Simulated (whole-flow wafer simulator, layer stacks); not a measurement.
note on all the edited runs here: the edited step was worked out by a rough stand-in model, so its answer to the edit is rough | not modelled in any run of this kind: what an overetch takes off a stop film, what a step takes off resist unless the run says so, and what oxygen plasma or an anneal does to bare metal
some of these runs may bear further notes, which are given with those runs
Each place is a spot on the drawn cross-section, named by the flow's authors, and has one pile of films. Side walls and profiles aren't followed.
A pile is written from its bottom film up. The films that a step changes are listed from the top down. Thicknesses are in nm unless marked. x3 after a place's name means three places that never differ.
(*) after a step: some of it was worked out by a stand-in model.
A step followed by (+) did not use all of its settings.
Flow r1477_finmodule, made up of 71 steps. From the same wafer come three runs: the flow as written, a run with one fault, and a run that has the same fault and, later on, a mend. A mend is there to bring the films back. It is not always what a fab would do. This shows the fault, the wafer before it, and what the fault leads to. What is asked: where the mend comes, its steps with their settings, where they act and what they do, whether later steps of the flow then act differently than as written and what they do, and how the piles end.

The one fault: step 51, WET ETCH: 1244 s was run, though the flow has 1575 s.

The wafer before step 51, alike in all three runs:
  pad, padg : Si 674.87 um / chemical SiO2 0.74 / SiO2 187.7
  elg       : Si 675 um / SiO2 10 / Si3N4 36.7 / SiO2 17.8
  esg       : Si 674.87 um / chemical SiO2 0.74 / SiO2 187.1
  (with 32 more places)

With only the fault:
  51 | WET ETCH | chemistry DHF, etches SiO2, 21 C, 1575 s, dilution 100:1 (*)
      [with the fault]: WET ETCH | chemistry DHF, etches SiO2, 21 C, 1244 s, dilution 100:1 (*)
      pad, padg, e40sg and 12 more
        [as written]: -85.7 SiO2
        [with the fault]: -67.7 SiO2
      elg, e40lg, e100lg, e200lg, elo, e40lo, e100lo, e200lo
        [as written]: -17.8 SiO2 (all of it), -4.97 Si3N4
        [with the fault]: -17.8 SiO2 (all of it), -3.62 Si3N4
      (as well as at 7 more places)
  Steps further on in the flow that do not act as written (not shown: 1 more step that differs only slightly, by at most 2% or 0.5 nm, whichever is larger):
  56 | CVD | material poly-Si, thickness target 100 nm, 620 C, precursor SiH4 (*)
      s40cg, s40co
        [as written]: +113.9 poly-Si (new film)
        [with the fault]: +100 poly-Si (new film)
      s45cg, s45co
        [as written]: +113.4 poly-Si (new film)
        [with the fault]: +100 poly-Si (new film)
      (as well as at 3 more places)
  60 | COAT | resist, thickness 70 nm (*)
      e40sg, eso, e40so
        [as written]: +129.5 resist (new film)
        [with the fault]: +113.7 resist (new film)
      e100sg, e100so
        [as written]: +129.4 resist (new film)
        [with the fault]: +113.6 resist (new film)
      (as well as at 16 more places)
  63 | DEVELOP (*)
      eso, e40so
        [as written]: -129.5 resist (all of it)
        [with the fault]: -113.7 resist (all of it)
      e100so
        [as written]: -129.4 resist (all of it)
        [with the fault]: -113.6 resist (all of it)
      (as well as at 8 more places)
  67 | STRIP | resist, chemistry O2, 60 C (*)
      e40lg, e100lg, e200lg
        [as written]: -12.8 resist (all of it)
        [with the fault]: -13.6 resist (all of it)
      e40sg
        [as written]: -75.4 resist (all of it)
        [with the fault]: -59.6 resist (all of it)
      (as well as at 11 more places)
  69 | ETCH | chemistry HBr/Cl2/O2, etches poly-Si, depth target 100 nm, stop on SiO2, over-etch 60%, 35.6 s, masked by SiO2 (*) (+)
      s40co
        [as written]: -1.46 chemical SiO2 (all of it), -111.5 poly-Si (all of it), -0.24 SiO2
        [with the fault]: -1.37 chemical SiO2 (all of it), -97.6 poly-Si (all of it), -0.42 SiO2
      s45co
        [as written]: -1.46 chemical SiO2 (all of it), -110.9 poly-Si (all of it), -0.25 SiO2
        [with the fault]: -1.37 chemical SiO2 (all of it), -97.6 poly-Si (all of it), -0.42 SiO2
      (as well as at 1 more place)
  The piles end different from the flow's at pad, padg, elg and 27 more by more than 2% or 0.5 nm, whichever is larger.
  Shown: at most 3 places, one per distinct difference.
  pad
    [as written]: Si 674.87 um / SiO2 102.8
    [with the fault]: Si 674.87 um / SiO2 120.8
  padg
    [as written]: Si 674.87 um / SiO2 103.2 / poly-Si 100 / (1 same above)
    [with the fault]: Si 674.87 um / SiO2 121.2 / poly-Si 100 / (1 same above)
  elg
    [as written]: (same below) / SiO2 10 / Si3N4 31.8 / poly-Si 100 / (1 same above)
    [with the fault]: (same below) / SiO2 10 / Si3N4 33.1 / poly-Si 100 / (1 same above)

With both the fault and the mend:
  The mend follows step 51.
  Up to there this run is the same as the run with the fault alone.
  51a | WET ETCH | chemistry DHF, etches SiO2, 21 C, 331 s, dilution 100:1 (*) (the flow's step 51, run once more with other settings)
      pad, padg, e40sg and 12 more
        -18 SiO2
      elg, e40lg, e100lg, e200lg, elo, e40lo, e100lo, e200lo
        -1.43 Si3N4
      esg, s40cg, s45cg, s50cg, s40co, s45co, s50co
        -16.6 SiO2
  None of the later steps of the flow differs from how it acts as written, at any place that is followed, by more than 2% or 0.5 nm, whichever is larger.
  At the end the piles are close to the flow's at the places that both follow, differing by at most 2% or 0.5 nm, whichever is larger.
